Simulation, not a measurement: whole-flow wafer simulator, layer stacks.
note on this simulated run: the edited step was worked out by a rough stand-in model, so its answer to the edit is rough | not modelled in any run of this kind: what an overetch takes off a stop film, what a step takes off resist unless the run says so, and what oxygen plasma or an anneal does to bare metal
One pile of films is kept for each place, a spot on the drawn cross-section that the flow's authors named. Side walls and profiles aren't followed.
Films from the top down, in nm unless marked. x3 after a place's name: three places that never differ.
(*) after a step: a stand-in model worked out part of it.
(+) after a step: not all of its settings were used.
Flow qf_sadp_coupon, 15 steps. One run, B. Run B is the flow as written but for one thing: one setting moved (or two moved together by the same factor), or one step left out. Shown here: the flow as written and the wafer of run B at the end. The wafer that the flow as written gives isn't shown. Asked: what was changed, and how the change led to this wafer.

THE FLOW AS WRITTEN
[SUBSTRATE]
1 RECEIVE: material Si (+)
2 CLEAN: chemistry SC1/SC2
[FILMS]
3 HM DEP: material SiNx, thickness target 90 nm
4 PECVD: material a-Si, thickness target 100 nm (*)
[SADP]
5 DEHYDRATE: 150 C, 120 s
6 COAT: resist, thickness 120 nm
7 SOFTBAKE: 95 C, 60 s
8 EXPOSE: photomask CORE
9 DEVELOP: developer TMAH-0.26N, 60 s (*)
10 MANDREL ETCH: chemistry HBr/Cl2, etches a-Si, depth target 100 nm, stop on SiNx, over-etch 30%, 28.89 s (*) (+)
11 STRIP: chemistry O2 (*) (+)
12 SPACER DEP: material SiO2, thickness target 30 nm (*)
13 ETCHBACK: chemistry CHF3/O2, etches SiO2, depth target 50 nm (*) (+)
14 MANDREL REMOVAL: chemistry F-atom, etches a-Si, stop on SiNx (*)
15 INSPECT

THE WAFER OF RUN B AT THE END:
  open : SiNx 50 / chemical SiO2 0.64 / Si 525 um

The cause: step 13, ETCHBACK: depth target 67.5 nm was run, where the flow has depth target 50 nm.

How the change led to this, step by step:
  13 ETCHBACK: chemistry CHF3/O2, etches SiO2, depth target 50 nm (*) (+)
      m: SiO2 -30 (all of it), chemical SiO2 -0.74 (all of it), a-Si -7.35 (as written it would be: SiO2 -30 (all of it), chemical SiO2 -0.74 (all of it), a-Si -3.85)
      open: SiO2 -30 (all of it), SiNx -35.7 (as written it would be: SiO2 -30 (all of it), SiNx -19)
  14 MANDREL REMOVAL: chemistry F-atom, etches a-Si, stop on SiNx (*)
      m: a-Si -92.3 (all of it) (as written it would be: a-Si -95.8 (all of it))
